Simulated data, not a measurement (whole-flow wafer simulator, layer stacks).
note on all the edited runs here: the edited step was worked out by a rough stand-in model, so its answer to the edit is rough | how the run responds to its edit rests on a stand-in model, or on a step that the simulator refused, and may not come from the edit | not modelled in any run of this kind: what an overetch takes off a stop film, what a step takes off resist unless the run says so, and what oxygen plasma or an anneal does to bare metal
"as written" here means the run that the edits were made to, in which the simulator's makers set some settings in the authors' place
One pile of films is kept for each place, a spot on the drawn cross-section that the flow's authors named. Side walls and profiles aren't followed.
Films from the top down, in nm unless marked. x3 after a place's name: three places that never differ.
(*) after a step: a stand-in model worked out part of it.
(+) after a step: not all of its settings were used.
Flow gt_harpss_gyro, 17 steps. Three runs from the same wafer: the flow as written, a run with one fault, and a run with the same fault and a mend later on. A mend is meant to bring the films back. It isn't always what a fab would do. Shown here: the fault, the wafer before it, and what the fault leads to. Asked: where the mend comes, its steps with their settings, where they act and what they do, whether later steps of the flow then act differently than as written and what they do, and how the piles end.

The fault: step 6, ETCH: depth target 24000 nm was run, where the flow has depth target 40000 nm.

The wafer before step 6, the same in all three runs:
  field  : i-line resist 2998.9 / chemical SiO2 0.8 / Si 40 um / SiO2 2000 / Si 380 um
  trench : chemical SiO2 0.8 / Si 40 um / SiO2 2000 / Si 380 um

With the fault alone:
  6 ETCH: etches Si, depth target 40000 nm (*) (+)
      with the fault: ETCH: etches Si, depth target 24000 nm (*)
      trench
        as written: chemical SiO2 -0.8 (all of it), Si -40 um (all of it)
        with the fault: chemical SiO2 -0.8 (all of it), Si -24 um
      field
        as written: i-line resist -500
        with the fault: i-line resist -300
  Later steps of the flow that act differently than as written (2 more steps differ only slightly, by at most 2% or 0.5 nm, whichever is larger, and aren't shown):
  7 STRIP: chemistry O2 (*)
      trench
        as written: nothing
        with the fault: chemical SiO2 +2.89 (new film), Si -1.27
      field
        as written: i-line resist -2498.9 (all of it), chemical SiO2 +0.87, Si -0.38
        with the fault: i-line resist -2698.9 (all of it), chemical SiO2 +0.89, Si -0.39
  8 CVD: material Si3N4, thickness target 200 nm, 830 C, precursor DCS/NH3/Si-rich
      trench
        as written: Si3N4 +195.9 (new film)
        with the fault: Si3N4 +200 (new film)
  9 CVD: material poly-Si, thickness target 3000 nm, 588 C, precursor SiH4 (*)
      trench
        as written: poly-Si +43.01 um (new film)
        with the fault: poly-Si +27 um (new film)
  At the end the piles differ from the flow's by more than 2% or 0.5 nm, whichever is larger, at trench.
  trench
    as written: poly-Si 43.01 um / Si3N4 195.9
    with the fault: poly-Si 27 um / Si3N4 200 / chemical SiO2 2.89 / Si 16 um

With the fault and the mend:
  The mend comes after step 6.
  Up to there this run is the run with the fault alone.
  6a ETCH: etches Si, depth target 16000 nm (*) (+) (the flow's step 6 once more, with other settings)
      field
        i-line resist -200
      trench
        Si -16 um (all of it)
  No later step of the flow acts differently than as written at any place that is followed.
  At the end the piles are the same as the flow's at every place that both follow.
